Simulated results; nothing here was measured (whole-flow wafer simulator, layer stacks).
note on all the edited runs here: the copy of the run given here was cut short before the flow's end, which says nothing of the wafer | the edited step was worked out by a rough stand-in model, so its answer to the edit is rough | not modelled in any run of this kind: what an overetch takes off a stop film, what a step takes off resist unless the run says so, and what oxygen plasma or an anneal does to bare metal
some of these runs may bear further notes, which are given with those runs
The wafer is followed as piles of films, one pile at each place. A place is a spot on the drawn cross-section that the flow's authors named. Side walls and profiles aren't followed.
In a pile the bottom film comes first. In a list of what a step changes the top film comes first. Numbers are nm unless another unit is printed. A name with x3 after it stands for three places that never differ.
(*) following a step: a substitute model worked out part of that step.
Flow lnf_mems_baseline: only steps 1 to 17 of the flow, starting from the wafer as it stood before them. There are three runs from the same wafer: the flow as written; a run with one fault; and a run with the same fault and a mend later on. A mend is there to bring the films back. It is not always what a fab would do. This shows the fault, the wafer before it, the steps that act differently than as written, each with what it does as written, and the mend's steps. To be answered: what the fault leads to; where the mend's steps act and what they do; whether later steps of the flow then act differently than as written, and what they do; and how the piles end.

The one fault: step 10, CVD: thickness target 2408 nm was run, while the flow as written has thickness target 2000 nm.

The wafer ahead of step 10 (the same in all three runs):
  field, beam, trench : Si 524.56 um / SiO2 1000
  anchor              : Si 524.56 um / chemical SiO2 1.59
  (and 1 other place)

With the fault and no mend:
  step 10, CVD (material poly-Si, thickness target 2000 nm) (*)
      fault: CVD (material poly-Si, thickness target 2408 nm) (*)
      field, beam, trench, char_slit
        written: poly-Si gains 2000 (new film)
        fault: poly-Si gains 2408 (new film)
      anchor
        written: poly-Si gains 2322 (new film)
        fault: poly-Si gains 2882.8 (new film)
  Steps further on in the flow that do not act as written (1 other step is not shown; it differs only slightly, by no more than 2% or 0.5 nm, whichever is larger):
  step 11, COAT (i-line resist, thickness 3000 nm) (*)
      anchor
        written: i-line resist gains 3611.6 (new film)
        fault: i-line resist gains 3466.4 (new film)
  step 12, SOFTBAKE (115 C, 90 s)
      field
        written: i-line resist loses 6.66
        fault: i-line resist loses 5.96
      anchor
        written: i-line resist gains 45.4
        fault: i-line resist gains 40
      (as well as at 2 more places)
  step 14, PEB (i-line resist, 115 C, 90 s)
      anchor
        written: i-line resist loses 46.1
        fault: i-line resist loses 43.4
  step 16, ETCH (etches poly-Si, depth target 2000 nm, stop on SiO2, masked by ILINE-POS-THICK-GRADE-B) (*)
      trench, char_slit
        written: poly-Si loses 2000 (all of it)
        fault: poly-Si loses 2000
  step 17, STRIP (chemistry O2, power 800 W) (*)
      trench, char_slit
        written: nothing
        fault: chemical SiO2 gains 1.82 (new film), poly-Si loses 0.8
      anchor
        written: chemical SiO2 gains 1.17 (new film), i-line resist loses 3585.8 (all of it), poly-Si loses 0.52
        fault: chemical SiO2 gains 1.16 (new film), i-line resist loses 3437.8 (all of it), poly-Si loses 0.51
  The piles end different from the flow's at field, anchor, beam, trench, char_slit by more than 2% or 0.5 nm, whichever is larger.
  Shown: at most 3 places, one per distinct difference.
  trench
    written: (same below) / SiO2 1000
    fault: (same below) / SiO2 1000 / poly-Si 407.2 / chemical SiO2 1.82
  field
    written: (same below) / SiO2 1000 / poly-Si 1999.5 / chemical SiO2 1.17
    fault: (same below) / SiO2 1000 / poly-Si 2407.5 / chemical SiO2 1.16
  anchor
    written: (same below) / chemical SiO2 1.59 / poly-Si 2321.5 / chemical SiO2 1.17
    fault: (same below) / chemical SiO2 1.59 / poly-Si 2882.3 / chemical SiO2 1.16

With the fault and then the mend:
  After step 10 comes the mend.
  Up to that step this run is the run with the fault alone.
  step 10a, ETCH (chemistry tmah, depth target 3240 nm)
      field, beam, trench, char_slit
        poly-Si loses 2408 (all of it)
      anchor
        poly-Si loses 2882.8 (all of it)
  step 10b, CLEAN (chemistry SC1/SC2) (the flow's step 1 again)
      leaves every film unchanged at each place that is followed
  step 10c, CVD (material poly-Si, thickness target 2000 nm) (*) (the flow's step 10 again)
      field, beam, trench, char_slit
        poly-Si gains 2000 (new film)
      anchor
        poly-Si gains 2322 (new film)
  None of the later steps of the flow acts differently than as written at any place that is followed.
  By the end, the piles equal the flow's at every place that both follow.
